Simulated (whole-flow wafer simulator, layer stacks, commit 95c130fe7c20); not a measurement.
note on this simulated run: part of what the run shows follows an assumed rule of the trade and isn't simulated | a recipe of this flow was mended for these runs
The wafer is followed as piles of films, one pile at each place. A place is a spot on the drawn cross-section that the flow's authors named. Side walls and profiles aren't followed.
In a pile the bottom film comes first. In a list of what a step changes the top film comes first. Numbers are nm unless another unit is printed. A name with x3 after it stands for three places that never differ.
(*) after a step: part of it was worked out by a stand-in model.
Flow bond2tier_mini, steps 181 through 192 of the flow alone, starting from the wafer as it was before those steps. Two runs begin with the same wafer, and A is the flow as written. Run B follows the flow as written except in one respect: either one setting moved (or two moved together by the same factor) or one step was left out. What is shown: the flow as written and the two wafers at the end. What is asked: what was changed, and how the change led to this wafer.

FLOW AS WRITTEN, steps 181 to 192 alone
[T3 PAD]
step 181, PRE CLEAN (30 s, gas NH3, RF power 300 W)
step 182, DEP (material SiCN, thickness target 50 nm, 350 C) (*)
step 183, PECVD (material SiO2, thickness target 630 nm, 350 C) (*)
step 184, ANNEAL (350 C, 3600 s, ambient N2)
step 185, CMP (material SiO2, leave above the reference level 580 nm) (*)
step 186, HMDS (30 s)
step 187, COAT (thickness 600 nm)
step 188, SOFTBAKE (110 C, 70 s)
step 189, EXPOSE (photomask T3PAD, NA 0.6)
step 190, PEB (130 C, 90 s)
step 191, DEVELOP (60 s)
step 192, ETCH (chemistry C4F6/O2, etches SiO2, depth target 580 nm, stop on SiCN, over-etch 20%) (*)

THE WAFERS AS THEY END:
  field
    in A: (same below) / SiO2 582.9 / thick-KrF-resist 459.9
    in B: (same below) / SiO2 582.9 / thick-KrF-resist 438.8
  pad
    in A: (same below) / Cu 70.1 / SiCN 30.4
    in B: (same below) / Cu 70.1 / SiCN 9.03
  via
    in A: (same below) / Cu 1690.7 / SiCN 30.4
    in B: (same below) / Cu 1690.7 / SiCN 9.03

What caused this: step 192, ETCH: depth target 685.8 nm was run, while the flow as written has depth target 580 nm.

The path from the change to this, step by step:
  step 192, ETCH (chemistry C4F6/O2, etches SiO2, depth target 580 nm, stop on SiCN, over-etch 20%) (*)
      pad, via: A SiO2 loses 580 (all of it), SiCN loses 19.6 | B SiO2 loses 580 (all of it), SiCN loses 41
      field: A thick-KrF-resist loses 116 | B thick-KrF-resist loses 137.2
